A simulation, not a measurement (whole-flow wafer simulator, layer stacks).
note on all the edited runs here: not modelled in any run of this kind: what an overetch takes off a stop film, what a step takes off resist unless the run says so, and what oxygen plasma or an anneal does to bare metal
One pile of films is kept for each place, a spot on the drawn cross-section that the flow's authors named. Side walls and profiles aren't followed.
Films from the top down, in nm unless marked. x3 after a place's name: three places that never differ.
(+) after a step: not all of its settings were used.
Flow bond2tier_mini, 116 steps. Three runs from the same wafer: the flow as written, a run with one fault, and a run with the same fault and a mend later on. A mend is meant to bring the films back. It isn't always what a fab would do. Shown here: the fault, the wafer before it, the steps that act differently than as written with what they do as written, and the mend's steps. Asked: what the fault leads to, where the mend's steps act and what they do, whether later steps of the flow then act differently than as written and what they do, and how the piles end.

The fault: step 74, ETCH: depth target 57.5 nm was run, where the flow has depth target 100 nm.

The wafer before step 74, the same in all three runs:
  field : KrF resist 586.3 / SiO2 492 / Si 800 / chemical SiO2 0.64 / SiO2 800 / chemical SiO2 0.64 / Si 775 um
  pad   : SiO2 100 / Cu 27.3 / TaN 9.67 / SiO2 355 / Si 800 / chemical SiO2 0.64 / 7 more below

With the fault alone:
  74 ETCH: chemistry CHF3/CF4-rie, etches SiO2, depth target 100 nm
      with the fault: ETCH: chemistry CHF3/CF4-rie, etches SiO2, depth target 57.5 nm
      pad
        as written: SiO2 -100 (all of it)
        with the fault: SiO2 -57.5
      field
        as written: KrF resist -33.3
        with the fault: KrF resist -19.2
  Later steps of the flow that act differently than as written (1 more step differs only slightly, by at most 2% or 0.5 nm, whichever is larger, and isn't shown):
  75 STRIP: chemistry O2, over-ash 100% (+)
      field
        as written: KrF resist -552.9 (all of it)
        with the fault: KrF resist -567.1 (all of it)
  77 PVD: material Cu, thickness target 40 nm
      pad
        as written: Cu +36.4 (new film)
        with the fault: Cu +37.9 (new film)
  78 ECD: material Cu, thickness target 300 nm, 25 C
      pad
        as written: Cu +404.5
        with the fault: Cu +360.1
  At the end the piles differ from the flow's by more than 2% or 0.5 nm, whichever is larger, at pad.
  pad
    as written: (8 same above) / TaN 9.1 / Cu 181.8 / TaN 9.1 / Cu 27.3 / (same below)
    with the fault: (8 same above) / TaN 9.1 / Cu 138.9 / TaN 9.48 / SiO2 42.5 / Cu 27.3 / (same below)

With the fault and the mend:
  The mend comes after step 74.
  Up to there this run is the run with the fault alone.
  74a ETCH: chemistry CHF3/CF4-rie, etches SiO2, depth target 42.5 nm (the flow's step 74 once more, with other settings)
      field
        KrF resist -14.2
      pad
        SiO2 -42.5 (all of it)
  No later step of the flow acts differently than as written at any place that is followed.
  At the end the piles are the same as the flow's at every place that both follow.
